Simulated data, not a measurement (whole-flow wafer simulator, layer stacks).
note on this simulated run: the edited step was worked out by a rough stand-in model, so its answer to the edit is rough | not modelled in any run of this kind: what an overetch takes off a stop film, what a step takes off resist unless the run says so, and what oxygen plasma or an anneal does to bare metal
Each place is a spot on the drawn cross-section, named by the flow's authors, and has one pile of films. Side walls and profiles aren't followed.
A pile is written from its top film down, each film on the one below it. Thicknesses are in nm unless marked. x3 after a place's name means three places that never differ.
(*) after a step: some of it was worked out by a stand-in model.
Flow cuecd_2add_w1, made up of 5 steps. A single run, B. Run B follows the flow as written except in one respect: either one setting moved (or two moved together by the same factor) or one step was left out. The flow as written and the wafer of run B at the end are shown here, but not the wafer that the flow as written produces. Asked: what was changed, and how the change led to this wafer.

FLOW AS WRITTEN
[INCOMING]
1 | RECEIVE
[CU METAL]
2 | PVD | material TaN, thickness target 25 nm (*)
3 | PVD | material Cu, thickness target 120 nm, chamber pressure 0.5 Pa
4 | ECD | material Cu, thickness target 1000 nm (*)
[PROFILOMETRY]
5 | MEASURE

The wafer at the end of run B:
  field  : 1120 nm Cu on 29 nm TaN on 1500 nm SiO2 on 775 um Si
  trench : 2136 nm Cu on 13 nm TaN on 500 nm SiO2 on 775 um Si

Cause: step 2, PVD: thickness target 29 nm was run, though the flow has thickness target 25 nm.
The wafer lets one read it off: field has TaN 29, and step 2 as written asks for 25 nm.

How this came from the change, step by step:
  2 | PVD | material TaN, thickness target 25 nm (*)
      field: +29 TaN (new film) (as written it would have been: +25 TaN (new film))
      trench: +13 TaN (new film) (as written it would have been: +11.2 TaN (new film))
